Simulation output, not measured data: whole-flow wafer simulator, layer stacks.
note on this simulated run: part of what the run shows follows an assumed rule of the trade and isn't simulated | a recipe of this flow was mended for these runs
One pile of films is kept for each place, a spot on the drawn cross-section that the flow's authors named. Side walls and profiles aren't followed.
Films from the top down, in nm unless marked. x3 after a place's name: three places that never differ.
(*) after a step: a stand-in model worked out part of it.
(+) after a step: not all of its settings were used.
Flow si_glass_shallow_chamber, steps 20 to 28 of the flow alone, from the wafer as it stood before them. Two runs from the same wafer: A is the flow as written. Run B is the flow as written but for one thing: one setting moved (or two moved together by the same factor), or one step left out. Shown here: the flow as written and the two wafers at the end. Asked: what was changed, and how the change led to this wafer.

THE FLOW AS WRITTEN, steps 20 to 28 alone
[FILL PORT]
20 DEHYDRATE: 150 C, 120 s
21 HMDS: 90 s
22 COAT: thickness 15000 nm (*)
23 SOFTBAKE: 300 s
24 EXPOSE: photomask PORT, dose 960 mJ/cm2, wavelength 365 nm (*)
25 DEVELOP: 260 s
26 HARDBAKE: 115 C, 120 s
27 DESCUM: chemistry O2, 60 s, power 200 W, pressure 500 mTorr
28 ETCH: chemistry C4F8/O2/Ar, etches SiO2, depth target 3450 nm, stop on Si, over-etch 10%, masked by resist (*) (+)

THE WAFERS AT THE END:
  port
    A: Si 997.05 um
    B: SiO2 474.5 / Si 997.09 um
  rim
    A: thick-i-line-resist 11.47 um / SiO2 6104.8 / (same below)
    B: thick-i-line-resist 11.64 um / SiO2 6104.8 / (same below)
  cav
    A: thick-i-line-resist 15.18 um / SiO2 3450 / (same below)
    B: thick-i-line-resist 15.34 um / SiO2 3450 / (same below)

The cause: step 28, ETCH: depth target 2705 nm was run, where the flow has depth target 3450 nm.

How the change led to this, step by step:
  28 ETCH: chemistry C4F8/O2/Ar, etches SiO2, depth target 3450 nm, stop on Si, over-etch 10%, masked by resist (*) (+)
      port: A SiO2 -3450 (all of it), Si -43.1 | B SiO2 -2975.5
      rim, ramp, cav, septum, ring: A thick-i-line-resist -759 | B thick-i-line-resist -595.1
